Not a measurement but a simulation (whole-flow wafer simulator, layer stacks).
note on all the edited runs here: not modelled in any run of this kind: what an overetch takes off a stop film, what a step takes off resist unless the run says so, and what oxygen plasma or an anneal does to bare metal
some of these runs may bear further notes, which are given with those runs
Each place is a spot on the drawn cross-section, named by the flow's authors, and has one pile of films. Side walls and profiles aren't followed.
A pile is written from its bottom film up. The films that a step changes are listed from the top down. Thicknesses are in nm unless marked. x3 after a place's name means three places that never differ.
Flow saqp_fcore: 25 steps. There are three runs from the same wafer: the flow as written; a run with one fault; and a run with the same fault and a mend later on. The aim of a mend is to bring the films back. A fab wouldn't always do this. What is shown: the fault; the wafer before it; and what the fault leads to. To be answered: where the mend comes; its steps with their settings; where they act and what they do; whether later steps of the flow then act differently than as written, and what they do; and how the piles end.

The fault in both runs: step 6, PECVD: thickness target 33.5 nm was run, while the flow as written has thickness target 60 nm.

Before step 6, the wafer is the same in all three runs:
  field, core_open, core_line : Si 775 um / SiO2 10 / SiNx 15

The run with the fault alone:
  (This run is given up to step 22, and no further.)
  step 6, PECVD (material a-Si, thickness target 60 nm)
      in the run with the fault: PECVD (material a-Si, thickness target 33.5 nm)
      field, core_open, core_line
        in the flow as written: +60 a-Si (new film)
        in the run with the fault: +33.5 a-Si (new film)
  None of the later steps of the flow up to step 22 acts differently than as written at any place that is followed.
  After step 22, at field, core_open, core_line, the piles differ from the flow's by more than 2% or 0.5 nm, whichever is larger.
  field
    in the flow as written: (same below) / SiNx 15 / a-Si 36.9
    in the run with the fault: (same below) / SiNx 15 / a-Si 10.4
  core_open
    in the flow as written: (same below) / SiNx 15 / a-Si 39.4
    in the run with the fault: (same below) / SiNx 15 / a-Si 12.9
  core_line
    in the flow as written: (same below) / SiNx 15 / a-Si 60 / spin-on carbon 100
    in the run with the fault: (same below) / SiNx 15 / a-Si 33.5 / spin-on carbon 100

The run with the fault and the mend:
  The mend follows step 7.
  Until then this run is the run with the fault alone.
  step 7a, ETCH (chemistry tmah, depth target 38.52 nm)
      field, core_open, core_line
        -33.5 a-Si (all of it)
  step 7b, PECVD (material a-Si, thickness target 60 nm) (a further turn of the flow's step 6)
      field, core_open, core_line
        +60 a-Si (new film)
  None of the later steps of the flow acts differently than as written at any place that is followed.
  At every place that both follow, the piles at the end match the flow's.
